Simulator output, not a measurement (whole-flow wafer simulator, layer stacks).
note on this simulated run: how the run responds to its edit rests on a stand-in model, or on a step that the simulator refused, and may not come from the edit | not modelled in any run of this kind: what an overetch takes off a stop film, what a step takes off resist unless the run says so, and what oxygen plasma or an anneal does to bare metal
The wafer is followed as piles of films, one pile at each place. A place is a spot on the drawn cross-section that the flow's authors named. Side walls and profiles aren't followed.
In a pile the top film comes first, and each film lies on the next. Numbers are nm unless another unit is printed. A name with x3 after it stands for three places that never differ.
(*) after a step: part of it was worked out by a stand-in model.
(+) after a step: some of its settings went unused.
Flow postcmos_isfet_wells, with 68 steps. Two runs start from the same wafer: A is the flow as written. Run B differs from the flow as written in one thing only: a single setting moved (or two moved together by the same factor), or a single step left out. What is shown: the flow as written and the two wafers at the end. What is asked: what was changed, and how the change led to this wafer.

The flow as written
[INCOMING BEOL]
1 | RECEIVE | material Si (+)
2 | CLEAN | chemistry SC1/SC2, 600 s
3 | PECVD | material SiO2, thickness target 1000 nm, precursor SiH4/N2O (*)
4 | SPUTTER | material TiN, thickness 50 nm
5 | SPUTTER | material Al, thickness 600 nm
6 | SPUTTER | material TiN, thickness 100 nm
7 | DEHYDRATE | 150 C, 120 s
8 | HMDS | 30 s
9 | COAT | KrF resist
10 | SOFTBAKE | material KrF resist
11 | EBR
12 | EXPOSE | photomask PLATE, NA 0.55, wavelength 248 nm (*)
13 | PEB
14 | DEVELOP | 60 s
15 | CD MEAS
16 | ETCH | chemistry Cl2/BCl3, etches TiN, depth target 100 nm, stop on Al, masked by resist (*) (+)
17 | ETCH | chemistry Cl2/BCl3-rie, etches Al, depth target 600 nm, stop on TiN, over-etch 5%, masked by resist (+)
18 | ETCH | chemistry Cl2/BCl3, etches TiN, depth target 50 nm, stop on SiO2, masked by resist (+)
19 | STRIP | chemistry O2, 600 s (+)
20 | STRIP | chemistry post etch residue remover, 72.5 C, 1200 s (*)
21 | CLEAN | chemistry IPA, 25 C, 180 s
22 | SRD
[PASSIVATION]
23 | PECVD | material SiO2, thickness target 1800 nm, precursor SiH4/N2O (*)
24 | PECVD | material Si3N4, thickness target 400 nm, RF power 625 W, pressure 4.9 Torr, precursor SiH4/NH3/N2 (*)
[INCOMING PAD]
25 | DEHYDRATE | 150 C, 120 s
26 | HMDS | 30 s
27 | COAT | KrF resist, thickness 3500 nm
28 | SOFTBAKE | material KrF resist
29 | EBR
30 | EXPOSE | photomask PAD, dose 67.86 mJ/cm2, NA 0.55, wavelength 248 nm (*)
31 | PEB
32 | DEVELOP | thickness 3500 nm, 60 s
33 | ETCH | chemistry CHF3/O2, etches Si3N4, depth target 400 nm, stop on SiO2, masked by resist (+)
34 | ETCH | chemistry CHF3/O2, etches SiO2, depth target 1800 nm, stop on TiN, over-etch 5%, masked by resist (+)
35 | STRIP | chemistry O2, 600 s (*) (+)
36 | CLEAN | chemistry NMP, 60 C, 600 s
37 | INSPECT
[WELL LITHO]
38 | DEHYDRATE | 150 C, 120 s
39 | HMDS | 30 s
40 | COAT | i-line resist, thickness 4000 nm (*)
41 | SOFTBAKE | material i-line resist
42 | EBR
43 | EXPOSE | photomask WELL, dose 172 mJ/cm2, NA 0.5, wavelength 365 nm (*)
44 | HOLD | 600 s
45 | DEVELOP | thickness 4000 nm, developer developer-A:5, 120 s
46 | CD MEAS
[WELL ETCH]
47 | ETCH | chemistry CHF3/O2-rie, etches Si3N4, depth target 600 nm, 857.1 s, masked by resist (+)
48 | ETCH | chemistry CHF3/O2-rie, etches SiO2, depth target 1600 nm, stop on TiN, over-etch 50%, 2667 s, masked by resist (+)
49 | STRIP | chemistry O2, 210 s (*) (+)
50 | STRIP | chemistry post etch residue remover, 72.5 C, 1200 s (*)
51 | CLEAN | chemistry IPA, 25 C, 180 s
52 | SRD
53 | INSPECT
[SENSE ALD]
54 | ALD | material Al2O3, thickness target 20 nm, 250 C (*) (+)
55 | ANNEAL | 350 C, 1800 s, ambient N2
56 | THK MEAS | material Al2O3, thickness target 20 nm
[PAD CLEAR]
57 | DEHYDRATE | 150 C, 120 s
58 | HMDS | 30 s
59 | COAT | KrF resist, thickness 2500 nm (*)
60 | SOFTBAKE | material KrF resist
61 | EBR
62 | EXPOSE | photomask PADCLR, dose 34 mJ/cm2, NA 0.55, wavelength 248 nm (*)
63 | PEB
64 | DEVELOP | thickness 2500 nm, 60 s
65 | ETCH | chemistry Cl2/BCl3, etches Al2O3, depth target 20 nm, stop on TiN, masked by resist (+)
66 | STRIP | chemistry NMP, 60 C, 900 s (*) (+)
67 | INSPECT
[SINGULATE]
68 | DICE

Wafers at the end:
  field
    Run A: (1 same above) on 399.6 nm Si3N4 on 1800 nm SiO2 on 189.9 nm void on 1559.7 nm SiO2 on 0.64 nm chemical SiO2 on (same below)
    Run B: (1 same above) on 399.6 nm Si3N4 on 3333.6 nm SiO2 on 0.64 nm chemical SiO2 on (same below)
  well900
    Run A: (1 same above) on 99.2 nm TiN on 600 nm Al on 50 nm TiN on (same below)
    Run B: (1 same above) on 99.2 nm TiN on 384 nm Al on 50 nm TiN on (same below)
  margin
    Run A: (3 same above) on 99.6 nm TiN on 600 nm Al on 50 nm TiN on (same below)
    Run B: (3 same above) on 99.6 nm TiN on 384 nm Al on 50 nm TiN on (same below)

What caused this: step 5, SPUTTER: thickness 384 nm was run, though the flow has thickness 600 nm.
One can read it off the wafer: well900 has Al 384, and step 5 as written asks for 600 nm.

The path from the change to this, step by step:
  5 | SPUTTER | material Al, thickness 600 nm
      field, margin, well900, well1300 x3, pad_rim, pad_clr, pad_open: A Al gains 600 (new film) | B Al gains 384 (new film)
  17 | ETCH | chemistry Cl2/BCl3-rie, etches Al, depth target 600 nm, stop on TiN, over-etch 5%, masked by resist (+)
      margin, well900, well1300 x3, pad_rim, pad_clr, pad_open: A KrF resist loses 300 | B KrF resist loses 201.6
      field: A Al loses 600 (all of it) | B Al loses 384 (all of it)
  19 | STRIP | chemistry O2, 600 s (+)
      margin, well900, well1300 x3, pad_rim, pad_clr, pad_open: A KrF resist loses 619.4 (all of it) | B KrF resist loses 717.8 (all of it)
  23 | PECVD | material SiO2, thickness target 1800 nm, precursor SiH4/N2O (*)
      field: A SiO2 gains 1800 (new film), void gains 189.9 (new film), SiO2 gains 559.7 | B SiO2 gains 2333.6
